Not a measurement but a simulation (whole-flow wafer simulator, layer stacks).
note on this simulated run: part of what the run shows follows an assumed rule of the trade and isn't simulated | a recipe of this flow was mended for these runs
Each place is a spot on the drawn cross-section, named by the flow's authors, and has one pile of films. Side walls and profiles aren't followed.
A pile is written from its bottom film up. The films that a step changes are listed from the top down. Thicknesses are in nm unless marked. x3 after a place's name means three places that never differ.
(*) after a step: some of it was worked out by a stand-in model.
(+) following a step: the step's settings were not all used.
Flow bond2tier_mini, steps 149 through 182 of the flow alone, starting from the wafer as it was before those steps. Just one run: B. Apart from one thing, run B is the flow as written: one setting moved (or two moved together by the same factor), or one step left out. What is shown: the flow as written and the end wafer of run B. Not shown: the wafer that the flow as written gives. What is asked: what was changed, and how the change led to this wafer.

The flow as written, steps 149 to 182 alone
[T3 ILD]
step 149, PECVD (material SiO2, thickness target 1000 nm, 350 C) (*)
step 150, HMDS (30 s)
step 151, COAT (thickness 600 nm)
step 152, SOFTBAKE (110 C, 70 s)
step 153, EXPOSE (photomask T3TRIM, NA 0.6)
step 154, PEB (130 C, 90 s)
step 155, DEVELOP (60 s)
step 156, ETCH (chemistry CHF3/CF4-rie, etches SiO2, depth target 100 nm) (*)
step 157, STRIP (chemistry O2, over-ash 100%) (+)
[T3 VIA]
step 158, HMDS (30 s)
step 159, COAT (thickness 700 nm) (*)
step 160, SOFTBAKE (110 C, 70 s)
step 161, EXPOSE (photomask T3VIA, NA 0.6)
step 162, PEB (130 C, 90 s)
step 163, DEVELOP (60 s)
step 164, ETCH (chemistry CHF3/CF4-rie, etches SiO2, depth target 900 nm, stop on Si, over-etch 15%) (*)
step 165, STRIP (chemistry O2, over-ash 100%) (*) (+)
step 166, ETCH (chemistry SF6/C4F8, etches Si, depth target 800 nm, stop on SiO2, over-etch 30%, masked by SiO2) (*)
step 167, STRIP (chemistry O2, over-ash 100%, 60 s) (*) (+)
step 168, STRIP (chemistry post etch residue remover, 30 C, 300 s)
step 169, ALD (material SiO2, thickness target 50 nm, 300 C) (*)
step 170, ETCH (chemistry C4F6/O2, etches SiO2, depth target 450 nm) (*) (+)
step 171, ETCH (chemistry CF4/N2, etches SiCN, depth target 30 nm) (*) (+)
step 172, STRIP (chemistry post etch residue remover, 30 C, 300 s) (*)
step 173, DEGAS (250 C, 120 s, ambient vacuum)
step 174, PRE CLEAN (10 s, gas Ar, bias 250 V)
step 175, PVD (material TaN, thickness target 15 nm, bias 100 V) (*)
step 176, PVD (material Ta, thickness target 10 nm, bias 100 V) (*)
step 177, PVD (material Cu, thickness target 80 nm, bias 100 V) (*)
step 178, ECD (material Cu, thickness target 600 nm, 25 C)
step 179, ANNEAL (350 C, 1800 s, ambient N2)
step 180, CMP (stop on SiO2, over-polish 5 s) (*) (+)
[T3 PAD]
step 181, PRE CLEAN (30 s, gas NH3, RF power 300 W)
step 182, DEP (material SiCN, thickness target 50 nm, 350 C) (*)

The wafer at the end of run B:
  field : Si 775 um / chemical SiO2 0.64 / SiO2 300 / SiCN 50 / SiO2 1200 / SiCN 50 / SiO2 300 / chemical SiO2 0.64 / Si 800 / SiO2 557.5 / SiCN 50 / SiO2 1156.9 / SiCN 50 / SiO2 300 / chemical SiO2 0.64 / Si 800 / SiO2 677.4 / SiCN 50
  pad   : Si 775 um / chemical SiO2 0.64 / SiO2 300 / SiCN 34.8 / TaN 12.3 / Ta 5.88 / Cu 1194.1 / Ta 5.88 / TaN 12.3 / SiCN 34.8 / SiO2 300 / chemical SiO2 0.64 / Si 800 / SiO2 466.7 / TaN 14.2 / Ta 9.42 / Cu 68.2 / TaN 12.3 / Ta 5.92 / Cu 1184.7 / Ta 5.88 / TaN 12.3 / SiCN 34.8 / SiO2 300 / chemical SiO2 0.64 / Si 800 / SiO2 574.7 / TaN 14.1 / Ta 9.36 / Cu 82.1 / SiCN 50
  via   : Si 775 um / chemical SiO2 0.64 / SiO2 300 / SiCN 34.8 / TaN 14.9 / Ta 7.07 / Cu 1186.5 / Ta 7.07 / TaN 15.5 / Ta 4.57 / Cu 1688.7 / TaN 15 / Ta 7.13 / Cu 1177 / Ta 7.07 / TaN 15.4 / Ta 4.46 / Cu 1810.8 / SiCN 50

Cause: step 149, PECVD: thickness target 1120 nm was run, whereas the flow has thickness target 1000 nm; step 156, ETCH: depth target 112 nm was run, where the flow has depth target 100 nm.

The path from the change to this, step by step:
  step 149, PECVD (material SiO2, thickness target 1000 nm, 350 C) (*)
      field, pad, via: SiO2 gains 1120 (new film) (in the flow as written it would be: SiO2 gains 1000 (new film))
  step 156, ETCH (chemistry CHF3/CF4-rie, etches SiO2, depth target 100 nm) (*)
      pad, via: SiO2 loses 112 (in the flow as written it would be: SiO2 loses 100)
      field: thick-KrF-resist loses 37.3 (in the flow as written it would be: thick-KrF-resist loses 33.3)
  step 164, ETCH (chemistry CHF3/CF4-rie, etches SiO2, depth target 900 nm, stop on Si, over-etch 15%) (*)
      via: SiO2 loses 1008 (all of it), Si loses 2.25 (in the flow as written it would be: SiO2 loses 900 (all of it), Si loses 11.2)
  step 177, PVD (material Cu, thickness target 80 nm, bias 100 V) (*)
      via: Cu gains 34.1 (new film) (in the flow as written it would be: Cu gains 35 (new film))
  step 178, ECD (material Cu, thickness target 600 nm, 25 C)
      via: Cu gains 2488 (in the flow as written it would be: Cu gains 2367)
